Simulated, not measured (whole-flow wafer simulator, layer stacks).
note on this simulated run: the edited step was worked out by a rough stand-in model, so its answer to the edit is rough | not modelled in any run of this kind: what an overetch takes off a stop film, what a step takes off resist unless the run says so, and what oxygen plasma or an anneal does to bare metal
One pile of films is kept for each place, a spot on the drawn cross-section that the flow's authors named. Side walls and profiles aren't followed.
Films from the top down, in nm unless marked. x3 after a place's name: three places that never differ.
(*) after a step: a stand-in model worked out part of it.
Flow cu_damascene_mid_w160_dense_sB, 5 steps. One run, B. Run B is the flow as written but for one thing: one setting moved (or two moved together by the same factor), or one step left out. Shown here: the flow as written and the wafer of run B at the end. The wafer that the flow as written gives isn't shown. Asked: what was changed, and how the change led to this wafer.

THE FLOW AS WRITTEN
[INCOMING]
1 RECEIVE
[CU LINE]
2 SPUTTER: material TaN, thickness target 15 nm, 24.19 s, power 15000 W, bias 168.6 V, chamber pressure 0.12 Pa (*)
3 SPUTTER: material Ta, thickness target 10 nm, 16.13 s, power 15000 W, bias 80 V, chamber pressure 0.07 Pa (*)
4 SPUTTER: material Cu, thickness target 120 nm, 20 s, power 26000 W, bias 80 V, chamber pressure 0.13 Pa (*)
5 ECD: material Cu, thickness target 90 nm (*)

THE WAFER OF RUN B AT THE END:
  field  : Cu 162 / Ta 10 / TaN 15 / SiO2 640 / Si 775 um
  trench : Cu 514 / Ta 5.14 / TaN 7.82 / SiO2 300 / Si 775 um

The cause: step 4, SPUTTER: thickness target 72 nm was run, where the flow has thickness target 120 nm; step 4, SPUTTER: 12 s was run, where the flow has 20 s.

How the change led to this, step by step:
  4 SPUTTER: material Cu, thickness target 120 nm, 20 s, power 26000 W, bias 80 V, chamber pressure 0.13 Pa (*)
      field: Cu +72 (new film) (as written it would be: Cu +120 (new film))
      trench: Cu +37.2 (new film) (as written it would be: Cu +62 (new film))
  5 ECD: material Cu, thickness target 90 nm (*)
      trench: Cu +476.8 (as written it would be: Cu +500)
